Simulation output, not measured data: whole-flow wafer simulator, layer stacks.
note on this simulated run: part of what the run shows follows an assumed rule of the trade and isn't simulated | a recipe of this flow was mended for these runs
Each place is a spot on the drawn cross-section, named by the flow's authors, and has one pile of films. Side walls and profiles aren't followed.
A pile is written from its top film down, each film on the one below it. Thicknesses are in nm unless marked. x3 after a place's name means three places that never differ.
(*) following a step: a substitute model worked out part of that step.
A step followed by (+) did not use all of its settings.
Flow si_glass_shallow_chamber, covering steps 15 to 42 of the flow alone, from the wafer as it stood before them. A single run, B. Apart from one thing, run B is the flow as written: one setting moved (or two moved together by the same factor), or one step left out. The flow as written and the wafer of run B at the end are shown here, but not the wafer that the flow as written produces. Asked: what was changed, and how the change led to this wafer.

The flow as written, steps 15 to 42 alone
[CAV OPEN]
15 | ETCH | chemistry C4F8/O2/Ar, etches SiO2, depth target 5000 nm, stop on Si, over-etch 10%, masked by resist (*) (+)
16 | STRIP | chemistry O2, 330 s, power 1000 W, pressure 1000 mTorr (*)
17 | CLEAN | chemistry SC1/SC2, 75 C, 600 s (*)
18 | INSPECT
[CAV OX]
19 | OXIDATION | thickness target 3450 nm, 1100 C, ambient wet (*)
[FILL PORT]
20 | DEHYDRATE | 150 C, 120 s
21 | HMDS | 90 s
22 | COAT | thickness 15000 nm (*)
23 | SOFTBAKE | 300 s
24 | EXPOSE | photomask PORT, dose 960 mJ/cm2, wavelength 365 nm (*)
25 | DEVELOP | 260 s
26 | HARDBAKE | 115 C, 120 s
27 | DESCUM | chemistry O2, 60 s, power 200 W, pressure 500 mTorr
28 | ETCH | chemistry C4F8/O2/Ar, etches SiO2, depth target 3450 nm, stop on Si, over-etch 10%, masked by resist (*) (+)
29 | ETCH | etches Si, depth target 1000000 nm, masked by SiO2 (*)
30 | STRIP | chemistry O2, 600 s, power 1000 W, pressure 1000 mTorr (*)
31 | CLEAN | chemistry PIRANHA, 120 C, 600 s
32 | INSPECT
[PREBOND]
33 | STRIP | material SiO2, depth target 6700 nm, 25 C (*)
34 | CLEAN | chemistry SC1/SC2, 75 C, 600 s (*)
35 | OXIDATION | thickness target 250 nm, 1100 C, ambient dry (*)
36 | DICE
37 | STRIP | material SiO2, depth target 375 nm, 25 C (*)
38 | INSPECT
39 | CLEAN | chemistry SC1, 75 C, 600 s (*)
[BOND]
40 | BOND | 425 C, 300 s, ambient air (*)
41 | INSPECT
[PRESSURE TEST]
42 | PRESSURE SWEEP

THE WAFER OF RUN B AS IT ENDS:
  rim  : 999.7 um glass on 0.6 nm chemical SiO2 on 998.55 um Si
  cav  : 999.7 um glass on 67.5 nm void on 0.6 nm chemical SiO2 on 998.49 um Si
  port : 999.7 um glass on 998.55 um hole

Cause: step 19, OXIDATION: thickness target 3450 nm, 1100 C, ambient wet (*), was not run.

How this came from the change, step by step:
  22 | COAT | thickness 15000 nm (*)
      rim: thick-i-line-resist gains 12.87 um (new film) (in the flow as written it would be: thick-i-line-resist gains 13.4 um (new film))
      ramp: thick-i-line-resist gains 12.19 um (new film) (in the flow as written it would be: thick-i-line-resist gains 12.89 um (new film))
      (and at 4 other places as well)
  23 | SOFTBAKE | 300 s
      rim: thick-i-line-resist loses 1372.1 (in the flow as written it would be: thick-i-line-resist loses 997)
      ramp: thick-i-line-resist loses 691 (in the flow as written it would be: thick-i-line-resist loses 487.1)
      (and at 4 other places as well)
  25 | DEVELOP | 260 s
      port: thick-i-line-resist loses 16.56 um (all of it) (in the flow as written it would be: thick-i-line-resist loses 16.16 um (all of it))
  26 | HARDBAKE | 115 C, 120 s
      rim, ramp: thick-i-line-resist loses 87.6 (in the flow as written it would be: thick-i-line-resist loses 98.2)
      cav: thick-i-line-resist loses 152.7 (in the flow as written it would be: thick-i-line-resist loses 147.1)
  27 | DESCUM | chemistry O2, 60 s, power 200 W, pressure 500 mTorr
      port: chemical SiO2 gains 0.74, Si loses 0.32 (in the flow as written it would be: nothing)
  28 | ETCH | chemistry C4F8/O2/Ar, etches SiO2, depth target 3450 nm, stop on Si, over-etch 10%, masked by resist (*) (+)
      port: chemical SiO2 loses 1.34 (all of it), Si loses 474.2 (in the flow as written it would be: SiO2 loses 3450 (all of it), Si loses 43.1)
  29 | ETCH | etches Si, depth target 1000000 nm, masked by SiO2 (*)
      rim, ramp: thick-i-line-resist loses 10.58 um (all of it), SiO2 loses 2094.8 (in the flow as written it would be: thick-i-line-resist loses 11.47 um (all of it), SiO2 loses 1617.3)
      port: hole gains 998.13 um (new film), Si loses 998.13 um (all of it) (in the flow as written it would be: hole gains 997.05 um (new film), Si loses 997.05 um (all of it))
      (and at 2 other places as well)
  30 | STRIP | chemistry O2, 600 s, power 1000 W, pressure 1000 mTorr (*)
      cav: thick-i-line-resist loses 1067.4 (all of it), chemical SiO2 gains 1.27, Si loses 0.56 (in the flow as written it would be: thick-i-line-resist loses 669.6 (all of it))
  33 | STRIP | material SiO2, depth target 6700 nm, 25 C (*)
      cav: chemical SiO2 loses 1.87 (all of it) (in the flow as written it would be: SiO2 loses 3450 (all of it))
      rim, ramp: SiO2 loses 2899.1 (all of it) (in the flow as written it would be: SiO2 loses 4487.5 (all of it))
      (and at 2 other places as well)
  40 | BOND | 425 C, 300 s, ambient air (*)
      cav: glass gains 999.7 um (new film), void gains 67.5 (new film) (in the flow as written it would be: glass gains 999.7 um (new film), void gains 1095.9 (new film))
      port: glass gains 999.7 um (new film), hole gains 419.7 (in the flow as written it would be: glass gains 999.7 um (new film), hole gains 1017.3)
